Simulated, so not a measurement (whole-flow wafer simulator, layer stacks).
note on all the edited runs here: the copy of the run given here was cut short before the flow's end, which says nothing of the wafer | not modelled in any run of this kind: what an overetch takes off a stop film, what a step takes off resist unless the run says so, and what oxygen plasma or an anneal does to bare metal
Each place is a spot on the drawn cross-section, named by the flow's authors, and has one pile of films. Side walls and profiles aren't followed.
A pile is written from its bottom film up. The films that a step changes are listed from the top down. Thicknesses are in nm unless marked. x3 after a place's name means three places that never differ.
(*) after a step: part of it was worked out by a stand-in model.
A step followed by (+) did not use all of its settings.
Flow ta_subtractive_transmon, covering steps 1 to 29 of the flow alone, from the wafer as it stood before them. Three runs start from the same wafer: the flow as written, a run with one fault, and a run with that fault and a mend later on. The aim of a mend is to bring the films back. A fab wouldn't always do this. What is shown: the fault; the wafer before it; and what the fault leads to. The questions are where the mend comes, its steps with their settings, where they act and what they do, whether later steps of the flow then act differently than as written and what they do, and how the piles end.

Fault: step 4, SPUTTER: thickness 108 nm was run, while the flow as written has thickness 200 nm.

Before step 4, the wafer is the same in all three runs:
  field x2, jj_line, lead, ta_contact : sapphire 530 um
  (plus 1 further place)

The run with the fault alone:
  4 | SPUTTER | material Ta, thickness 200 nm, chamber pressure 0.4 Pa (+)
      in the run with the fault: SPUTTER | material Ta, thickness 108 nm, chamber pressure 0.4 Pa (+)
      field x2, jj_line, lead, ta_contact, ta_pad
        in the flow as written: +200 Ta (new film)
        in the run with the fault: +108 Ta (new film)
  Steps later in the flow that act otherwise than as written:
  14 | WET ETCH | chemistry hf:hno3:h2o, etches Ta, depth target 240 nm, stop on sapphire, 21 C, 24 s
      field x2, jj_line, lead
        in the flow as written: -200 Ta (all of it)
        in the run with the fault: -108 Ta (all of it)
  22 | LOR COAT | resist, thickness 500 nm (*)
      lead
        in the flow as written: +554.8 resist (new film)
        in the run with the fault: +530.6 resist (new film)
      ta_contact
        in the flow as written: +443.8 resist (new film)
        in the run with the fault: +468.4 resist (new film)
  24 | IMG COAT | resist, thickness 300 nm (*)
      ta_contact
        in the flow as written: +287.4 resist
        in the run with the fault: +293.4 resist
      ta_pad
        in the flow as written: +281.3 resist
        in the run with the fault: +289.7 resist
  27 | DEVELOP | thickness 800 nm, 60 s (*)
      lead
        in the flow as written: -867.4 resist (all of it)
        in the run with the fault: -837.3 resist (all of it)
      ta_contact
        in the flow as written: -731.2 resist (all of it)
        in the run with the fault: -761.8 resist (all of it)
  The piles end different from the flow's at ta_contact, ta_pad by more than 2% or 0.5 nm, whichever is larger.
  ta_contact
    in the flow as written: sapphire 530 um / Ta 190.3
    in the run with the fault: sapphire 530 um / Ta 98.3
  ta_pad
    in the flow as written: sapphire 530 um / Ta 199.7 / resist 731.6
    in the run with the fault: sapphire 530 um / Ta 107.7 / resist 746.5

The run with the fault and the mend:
  The mend stands after step 5.
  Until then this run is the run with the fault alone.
  5a | SPUTTER | material Ta, thickness 92 nm, chamber pressure 0.4 Pa (+) (the flow's step 4, run once more with other settings)
      field x2, jj_line, lead, ta_contact, ta_pad
        +92 Ta
  Later steps of the flow that are run all act as written at every place that is followed.
  The piles end the same as the flow's at every place that both follow.
